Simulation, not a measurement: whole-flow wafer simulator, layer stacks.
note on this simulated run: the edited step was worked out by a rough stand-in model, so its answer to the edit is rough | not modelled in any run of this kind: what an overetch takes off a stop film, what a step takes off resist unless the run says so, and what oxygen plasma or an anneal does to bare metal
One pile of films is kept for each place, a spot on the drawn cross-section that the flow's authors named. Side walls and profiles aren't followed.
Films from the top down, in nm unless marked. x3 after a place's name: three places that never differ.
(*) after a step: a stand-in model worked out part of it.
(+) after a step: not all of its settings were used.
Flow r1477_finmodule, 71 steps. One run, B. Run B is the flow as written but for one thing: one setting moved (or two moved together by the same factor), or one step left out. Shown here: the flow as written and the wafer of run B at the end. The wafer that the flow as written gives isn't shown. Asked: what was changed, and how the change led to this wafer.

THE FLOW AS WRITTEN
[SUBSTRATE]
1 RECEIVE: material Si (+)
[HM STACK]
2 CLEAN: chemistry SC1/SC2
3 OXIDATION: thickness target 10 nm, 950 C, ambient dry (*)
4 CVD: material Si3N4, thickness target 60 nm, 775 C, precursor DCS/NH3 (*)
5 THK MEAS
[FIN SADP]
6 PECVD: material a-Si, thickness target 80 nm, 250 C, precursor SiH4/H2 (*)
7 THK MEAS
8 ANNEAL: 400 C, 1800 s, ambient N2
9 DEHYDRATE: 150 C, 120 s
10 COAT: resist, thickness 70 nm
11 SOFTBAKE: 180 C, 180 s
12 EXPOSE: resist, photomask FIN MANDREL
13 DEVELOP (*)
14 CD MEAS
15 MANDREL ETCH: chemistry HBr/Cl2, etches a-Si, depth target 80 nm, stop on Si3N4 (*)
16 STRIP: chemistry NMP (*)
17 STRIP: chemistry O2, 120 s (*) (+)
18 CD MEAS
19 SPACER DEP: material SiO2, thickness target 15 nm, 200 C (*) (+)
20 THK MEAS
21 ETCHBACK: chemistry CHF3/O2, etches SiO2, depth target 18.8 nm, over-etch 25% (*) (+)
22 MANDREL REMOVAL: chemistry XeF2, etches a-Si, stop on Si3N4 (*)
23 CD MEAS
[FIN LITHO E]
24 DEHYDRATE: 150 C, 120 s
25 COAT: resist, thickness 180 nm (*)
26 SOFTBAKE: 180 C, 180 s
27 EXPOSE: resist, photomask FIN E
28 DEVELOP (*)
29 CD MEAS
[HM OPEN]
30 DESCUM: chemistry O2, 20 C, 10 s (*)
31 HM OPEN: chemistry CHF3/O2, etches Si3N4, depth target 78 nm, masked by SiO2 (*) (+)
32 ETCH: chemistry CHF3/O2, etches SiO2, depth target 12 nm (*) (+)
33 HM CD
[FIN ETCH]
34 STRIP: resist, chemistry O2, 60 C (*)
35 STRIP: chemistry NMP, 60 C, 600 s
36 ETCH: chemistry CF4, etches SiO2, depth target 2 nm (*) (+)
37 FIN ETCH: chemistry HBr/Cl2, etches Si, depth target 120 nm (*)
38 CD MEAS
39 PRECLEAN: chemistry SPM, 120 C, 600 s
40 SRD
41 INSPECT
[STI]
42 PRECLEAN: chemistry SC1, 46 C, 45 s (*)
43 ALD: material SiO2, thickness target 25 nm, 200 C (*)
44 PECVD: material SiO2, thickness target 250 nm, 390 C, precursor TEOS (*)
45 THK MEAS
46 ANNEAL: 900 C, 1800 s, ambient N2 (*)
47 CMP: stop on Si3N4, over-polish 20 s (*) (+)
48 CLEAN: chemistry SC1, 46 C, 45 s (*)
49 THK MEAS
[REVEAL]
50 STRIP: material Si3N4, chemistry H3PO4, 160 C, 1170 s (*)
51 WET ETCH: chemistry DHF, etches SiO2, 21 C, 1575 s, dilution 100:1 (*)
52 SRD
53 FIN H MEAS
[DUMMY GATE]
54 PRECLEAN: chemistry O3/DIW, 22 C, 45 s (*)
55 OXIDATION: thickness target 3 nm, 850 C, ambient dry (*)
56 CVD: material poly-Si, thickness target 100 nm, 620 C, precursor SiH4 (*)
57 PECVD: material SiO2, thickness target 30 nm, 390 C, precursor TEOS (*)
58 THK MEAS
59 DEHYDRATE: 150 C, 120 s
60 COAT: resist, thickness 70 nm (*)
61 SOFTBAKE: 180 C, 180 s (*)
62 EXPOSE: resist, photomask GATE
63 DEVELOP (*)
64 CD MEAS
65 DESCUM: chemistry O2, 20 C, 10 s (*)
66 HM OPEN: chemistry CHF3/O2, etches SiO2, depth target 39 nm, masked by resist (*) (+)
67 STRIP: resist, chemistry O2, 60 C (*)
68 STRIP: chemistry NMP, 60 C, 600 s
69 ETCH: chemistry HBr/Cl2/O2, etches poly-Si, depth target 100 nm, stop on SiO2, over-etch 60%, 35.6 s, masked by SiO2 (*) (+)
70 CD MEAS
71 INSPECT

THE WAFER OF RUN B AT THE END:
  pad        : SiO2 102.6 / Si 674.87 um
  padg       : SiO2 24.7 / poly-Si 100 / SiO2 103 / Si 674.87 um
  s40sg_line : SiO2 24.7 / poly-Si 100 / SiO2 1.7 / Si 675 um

The cause: step 55, OXIDATION: thickness target 1.7 nm was run, where the flow has thickness target 3 nm.
It can be read off the wafer: s40sg_line has SiO2 1.7, and step 55 as written asks for 3 nm.

How the change led to this, step by step:
  55 OXIDATION: thickness target 3 nm, 850 C, ambient dry (*)
      s40sg_line, s45sg_line, s50sg_line, s40so_line, s45so_line, s50so_line: SiO2 +1.7 (new film), chemical SiO2 -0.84 (all of it), Si -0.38 (as written it would be: SiO2 +3 (new film), chemical SiO2 -0.84 (all of it), Si -0.95)
